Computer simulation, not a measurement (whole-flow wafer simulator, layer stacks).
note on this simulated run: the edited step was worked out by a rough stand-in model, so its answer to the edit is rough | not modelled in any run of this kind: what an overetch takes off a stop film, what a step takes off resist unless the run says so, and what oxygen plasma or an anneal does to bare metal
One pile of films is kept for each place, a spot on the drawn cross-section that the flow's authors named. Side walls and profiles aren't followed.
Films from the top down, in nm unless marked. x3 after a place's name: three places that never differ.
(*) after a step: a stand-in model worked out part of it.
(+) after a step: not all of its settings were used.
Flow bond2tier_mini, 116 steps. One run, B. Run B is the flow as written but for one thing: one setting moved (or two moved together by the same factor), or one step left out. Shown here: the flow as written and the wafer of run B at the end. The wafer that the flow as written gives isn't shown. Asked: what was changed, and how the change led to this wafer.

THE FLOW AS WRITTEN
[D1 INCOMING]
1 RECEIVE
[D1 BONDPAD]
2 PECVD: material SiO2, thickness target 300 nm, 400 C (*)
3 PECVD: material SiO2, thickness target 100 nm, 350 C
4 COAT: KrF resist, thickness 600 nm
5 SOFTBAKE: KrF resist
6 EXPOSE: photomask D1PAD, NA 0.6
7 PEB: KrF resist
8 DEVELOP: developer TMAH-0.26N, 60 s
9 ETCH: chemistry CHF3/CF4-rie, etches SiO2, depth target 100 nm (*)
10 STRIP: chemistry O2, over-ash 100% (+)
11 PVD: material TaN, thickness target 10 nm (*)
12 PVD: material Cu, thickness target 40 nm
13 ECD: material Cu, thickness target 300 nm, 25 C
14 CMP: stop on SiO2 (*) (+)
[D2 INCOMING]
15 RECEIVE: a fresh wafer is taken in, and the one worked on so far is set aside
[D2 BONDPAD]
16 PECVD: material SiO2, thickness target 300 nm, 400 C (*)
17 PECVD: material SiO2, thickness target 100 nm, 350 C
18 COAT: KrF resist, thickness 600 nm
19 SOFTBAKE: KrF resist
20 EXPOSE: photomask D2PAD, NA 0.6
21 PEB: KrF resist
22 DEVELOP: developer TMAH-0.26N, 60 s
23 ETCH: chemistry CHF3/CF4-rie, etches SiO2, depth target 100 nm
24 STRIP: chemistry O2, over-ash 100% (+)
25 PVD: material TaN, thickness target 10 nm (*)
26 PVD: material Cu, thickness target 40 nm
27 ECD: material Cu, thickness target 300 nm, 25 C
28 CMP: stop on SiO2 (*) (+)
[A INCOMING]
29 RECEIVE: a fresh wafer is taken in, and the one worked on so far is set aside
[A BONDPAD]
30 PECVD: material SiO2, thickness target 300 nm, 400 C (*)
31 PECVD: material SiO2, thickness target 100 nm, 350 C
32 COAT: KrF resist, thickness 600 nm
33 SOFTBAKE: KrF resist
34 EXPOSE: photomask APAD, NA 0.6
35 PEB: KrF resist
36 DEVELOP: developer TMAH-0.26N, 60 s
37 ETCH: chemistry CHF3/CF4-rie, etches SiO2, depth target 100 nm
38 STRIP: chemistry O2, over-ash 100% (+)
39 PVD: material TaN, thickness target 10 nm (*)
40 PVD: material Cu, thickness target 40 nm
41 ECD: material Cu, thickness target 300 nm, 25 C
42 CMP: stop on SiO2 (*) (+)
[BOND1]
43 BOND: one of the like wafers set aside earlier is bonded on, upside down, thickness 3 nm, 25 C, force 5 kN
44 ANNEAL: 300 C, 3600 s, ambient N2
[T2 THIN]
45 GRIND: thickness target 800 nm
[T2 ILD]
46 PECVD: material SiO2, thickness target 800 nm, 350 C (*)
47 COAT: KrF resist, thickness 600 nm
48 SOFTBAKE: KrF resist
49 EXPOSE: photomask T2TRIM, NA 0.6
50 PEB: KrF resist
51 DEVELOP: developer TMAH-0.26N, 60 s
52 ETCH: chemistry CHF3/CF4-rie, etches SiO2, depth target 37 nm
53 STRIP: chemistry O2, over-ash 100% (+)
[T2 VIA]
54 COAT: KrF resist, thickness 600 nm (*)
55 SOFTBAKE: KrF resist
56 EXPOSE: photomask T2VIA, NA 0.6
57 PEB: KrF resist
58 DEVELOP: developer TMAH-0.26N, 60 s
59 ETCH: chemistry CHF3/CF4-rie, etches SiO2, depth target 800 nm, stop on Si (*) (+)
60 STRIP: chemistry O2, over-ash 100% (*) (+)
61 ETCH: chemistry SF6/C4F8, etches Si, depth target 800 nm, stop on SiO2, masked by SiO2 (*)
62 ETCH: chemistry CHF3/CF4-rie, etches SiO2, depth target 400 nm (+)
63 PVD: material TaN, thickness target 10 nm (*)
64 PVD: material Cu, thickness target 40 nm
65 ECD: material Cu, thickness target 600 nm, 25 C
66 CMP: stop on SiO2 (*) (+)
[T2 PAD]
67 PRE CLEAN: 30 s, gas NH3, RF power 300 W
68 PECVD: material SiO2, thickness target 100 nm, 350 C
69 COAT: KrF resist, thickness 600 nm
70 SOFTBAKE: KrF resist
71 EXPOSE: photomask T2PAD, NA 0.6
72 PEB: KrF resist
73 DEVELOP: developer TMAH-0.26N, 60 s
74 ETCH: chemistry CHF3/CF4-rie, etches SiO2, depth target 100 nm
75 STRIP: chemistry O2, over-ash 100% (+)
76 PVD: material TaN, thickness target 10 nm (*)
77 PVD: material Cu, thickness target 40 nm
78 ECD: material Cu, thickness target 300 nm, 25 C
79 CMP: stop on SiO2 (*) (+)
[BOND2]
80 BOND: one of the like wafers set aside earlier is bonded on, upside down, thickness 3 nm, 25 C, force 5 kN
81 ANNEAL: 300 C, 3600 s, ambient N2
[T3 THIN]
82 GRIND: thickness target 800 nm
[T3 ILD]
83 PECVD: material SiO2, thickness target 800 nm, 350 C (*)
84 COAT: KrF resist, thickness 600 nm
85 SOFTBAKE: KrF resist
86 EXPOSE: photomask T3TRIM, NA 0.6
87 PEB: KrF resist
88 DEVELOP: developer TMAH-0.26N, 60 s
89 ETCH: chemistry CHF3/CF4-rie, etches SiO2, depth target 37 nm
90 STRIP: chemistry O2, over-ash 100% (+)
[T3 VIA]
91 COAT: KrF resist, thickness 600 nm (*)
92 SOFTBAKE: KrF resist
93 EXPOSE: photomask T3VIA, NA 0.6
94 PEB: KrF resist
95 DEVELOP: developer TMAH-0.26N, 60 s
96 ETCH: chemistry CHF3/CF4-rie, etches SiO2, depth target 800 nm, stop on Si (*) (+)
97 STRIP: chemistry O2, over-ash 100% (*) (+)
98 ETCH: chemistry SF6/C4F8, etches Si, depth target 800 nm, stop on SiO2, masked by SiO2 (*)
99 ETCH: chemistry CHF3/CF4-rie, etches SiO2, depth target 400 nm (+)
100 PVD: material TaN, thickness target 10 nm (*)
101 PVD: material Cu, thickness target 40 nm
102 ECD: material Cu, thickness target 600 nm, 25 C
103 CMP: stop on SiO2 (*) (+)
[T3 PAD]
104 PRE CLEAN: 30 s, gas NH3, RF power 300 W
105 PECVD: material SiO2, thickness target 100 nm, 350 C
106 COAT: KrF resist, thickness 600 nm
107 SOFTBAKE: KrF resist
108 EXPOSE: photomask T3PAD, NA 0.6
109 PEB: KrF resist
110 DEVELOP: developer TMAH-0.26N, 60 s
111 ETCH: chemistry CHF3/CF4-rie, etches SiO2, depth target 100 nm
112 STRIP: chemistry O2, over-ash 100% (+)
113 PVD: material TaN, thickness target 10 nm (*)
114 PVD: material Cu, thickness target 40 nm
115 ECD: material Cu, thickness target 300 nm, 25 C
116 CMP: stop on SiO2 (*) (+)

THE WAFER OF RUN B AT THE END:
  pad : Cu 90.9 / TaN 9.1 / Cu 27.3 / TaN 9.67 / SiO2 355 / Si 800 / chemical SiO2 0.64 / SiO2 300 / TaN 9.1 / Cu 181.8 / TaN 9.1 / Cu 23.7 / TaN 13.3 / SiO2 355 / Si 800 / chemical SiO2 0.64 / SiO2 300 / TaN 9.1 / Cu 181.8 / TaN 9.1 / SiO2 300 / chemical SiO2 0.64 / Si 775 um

The cause: step 63, PVD: thickness target 13.8 nm was run, where the flow has thickness target 10 nm.

How the change led to this, step by step:
  63 PVD: material TaN, thickness target 10 nm (*)
      field: TaN +13.8 (new film) (as written it would be: TaN +10 (new film))
      pad: TaN +13.3 (new film) (as written it would be: TaN +9.67 (new film))
  66 CMP: stop on SiO2 (*) (+)
      field: Cu -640 (all of it), TaN -13.8 (all of it) (as written it would be: Cu -640 (all of it), TaN -10 (all of it))
